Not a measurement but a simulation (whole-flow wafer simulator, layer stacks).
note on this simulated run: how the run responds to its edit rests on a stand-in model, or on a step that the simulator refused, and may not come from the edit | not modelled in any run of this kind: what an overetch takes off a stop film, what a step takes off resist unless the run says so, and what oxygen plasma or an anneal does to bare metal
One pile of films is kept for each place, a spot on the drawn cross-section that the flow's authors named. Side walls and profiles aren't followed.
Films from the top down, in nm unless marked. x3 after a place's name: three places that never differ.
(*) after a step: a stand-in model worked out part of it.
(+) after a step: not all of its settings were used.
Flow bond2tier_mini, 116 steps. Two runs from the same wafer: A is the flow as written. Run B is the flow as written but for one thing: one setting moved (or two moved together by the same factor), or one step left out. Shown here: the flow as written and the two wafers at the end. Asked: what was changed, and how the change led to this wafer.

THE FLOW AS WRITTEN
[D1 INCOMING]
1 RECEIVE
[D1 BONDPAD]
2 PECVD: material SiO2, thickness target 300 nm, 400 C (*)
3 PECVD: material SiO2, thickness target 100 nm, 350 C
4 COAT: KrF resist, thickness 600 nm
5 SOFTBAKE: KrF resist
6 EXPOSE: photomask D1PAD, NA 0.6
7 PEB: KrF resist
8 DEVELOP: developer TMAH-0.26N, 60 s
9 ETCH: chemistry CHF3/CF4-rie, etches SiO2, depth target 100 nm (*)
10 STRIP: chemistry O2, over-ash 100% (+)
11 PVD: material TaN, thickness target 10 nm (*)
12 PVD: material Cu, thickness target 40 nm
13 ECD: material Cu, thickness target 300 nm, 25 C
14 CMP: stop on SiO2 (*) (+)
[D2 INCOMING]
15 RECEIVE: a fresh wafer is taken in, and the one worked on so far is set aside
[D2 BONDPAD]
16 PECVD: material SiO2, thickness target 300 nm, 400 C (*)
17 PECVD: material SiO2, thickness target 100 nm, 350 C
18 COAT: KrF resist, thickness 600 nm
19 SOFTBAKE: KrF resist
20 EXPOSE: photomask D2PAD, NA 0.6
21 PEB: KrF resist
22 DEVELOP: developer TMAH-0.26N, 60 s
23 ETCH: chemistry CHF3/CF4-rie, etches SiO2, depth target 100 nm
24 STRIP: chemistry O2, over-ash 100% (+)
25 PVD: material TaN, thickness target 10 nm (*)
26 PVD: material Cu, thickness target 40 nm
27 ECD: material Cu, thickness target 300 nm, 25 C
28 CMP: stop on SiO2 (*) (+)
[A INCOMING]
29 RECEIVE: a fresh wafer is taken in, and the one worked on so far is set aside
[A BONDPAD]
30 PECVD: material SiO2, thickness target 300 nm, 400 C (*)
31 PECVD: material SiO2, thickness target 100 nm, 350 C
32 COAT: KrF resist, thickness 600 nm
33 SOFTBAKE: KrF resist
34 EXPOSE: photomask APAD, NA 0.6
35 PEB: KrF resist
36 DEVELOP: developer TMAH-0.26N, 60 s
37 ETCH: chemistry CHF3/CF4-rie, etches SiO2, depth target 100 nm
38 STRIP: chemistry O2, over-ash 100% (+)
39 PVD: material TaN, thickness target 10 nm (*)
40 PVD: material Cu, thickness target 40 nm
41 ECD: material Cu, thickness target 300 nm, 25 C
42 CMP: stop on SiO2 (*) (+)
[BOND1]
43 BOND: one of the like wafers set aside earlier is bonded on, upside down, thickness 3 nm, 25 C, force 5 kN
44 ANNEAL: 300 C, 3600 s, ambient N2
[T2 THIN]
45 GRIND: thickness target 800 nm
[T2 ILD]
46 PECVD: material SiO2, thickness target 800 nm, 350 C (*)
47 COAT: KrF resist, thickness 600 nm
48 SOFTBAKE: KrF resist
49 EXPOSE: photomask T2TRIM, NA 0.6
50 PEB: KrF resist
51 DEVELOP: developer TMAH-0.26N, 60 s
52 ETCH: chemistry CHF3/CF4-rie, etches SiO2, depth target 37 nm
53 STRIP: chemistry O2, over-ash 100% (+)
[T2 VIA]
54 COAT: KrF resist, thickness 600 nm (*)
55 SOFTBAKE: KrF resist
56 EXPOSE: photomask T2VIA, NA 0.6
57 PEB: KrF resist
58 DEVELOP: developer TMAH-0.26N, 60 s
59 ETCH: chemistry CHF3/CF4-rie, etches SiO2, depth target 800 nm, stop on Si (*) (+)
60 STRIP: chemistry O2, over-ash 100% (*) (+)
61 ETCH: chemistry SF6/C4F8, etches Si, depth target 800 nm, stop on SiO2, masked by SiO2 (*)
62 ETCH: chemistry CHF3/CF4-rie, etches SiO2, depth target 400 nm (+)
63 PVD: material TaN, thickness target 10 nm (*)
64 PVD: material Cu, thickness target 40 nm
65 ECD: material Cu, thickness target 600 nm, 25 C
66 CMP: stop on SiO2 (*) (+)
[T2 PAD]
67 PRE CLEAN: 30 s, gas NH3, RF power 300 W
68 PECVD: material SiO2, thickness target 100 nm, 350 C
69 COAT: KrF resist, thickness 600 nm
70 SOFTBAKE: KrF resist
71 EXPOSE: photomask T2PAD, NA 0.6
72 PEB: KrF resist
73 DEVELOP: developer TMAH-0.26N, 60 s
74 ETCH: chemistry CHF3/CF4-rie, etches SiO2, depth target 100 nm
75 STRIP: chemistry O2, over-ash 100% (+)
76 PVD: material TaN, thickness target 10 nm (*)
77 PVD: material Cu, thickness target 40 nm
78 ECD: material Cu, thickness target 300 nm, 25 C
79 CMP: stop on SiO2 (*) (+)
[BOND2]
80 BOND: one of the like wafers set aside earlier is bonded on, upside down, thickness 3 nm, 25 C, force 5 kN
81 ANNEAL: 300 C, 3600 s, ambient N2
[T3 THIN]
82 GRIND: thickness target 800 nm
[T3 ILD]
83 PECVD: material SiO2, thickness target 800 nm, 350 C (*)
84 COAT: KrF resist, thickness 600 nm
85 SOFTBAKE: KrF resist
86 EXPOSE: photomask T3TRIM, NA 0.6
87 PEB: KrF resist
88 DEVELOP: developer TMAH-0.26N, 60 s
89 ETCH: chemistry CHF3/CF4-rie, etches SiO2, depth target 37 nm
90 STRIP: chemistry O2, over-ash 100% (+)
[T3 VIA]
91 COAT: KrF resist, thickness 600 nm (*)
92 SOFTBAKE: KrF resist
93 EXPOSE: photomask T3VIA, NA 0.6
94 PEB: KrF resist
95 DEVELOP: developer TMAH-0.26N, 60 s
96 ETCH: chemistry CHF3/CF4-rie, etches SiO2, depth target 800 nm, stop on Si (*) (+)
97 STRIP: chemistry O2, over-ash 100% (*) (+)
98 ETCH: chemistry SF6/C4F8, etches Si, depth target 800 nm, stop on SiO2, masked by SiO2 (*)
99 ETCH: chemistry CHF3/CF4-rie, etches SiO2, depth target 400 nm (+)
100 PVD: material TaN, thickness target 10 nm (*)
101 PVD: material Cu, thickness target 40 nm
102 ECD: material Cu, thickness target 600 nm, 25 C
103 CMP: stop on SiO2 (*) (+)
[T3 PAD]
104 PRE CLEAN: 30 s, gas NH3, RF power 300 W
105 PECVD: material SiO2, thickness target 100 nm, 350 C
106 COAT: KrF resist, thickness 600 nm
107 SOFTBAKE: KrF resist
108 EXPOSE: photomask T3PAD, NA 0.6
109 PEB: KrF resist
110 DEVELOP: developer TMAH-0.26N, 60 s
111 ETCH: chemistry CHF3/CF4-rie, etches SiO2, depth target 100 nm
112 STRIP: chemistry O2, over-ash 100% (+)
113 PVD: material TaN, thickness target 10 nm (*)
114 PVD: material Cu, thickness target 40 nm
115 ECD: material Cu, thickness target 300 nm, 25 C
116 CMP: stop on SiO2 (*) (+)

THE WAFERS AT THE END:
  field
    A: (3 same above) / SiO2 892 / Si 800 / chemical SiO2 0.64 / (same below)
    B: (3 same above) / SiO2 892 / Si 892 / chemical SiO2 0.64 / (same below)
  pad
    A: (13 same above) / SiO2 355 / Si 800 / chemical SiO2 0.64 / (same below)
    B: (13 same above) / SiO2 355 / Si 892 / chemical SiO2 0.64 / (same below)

The cause: step 45, GRIND: thickness target 892 nm was run, where the flow has thickness target 800 nm.
It can be read off the wafer: field has Si 892, and step 45 as written asks for 800 nm.

How the change led to this, step by step:
  45 GRIND: thickness target 800 nm
      field, pad, via: A Si -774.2 um | B Si -774.11 um
